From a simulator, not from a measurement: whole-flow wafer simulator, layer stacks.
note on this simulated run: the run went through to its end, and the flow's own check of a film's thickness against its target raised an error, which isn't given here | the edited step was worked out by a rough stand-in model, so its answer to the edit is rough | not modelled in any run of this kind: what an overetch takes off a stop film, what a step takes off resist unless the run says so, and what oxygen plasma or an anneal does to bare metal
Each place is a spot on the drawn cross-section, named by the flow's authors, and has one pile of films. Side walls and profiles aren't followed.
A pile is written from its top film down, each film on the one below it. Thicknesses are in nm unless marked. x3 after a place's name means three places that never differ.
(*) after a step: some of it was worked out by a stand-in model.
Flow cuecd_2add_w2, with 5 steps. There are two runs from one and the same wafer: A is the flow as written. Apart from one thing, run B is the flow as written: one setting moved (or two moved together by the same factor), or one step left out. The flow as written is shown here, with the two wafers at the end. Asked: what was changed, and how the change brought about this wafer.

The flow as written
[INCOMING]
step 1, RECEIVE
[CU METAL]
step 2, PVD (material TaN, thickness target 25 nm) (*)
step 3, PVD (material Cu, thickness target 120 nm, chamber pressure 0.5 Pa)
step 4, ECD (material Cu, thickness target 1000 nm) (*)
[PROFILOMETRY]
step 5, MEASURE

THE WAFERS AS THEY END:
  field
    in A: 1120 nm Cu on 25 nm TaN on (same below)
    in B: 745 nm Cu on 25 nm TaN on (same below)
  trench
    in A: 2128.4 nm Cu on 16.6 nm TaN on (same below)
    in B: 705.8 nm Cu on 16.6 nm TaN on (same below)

What caused this: step 4, ECD: thickness target 625 nm was run, though the flow has thickness target 1000 nm.

The path from the change to this, step by step:
  step 4, ECD (material Cu, thickness target 1000 nm) (*)
      field: A +1000 Cu | B +625 Cu
      trench: A +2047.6 Cu | B +625 Cu
